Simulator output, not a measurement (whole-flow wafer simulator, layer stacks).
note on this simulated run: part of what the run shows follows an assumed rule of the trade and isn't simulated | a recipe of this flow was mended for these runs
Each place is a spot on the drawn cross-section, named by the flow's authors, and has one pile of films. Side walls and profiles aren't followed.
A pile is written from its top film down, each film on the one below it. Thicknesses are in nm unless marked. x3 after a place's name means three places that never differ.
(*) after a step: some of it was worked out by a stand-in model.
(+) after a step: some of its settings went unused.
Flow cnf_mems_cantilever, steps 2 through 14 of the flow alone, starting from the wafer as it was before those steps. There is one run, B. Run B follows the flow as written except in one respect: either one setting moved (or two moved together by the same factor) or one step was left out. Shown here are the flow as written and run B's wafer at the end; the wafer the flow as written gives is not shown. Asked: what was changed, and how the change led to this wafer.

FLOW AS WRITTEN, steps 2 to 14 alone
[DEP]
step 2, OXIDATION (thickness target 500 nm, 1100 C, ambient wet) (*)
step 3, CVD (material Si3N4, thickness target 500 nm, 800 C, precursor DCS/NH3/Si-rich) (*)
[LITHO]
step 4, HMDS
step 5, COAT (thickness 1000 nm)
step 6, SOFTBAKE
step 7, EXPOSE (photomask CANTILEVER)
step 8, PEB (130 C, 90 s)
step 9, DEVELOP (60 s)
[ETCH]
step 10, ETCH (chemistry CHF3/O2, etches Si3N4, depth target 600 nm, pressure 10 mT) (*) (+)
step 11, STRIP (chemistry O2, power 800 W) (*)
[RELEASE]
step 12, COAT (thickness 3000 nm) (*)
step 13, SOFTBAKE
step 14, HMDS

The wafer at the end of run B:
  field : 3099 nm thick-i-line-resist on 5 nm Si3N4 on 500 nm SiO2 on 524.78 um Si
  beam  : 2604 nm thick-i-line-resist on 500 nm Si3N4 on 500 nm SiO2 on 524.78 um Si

What caused this: step 10, ETCH: depth target 495 nm was run, whereas the flow has depth target 600 nm.

The path from the change to this, step by step:
  step 10, ETCH (chemistry CHF3/O2, etches Si3N4, depth target 600 nm, pressure 10 mT) (*) (+)
      field: -495 Si3N4 (as written it would have been: -500 Si3N4 (all of it), -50 SiO2)
      beam: -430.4 KrF-resist (as written it would have been: -521.7 KrF-resist)
  step 11, STRIP (chemistry O2, power 800 W) (*)
      beam: -552.2 KrF-resist (all of it) (as written it would have been: -460.9 KrF-resist (all of it))
  step 13, SOFTBAKE
      field: +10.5 thick-i-line-resist (as written it would have been: +11.9 thick-i-line-resist)
      beam: -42 thick-i-line-resist (as written it would have been: -47.6 thick-i-line-resist)
